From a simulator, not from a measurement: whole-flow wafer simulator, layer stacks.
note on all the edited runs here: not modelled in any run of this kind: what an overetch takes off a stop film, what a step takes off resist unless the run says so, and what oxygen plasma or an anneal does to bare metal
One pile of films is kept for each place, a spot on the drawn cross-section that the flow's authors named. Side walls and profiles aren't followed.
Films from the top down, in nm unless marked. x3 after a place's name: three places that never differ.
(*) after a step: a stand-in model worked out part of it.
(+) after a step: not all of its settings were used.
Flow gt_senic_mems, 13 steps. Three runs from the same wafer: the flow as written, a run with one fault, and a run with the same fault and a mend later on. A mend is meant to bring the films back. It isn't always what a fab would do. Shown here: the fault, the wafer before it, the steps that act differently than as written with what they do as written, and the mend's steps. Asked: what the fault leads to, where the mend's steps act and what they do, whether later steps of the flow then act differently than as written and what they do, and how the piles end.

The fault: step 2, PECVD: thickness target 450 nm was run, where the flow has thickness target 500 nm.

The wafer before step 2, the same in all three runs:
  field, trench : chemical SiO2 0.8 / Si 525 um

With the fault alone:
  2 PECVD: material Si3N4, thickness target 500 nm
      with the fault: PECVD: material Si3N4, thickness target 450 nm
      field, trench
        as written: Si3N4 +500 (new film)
        with the fault: Si3N4 +450 (new film)
  Later steps of the flow that act differently than as written (2 more steps differ only slightly, by at most 2% or 0.5 nm, whichever is larger, and aren't shown):
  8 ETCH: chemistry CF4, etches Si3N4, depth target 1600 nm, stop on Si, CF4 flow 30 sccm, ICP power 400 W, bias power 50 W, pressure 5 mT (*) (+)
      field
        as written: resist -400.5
        with the fault: resist -367.2
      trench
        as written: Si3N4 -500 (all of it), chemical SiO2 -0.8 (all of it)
        with the fault: Si3N4 -450 (all of it), chemical SiO2 -0.8 (all of it)
  At the end the piles differ from the flow's by more than 2% or 0.5 nm, whichever is larger, at field.
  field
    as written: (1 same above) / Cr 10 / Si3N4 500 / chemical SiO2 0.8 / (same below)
    with the fault: (1 same above) / Cr 10 / Si3N4 450 / chemical SiO2 0.8 / (same below)

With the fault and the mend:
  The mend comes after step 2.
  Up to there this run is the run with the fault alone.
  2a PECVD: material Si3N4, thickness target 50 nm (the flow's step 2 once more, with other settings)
      field, trench
        Si3N4 +50
  No later step of the flow acts differently than as written at any place that is followed.
  At the end the piles are the same as the flow's at every place that both follow.
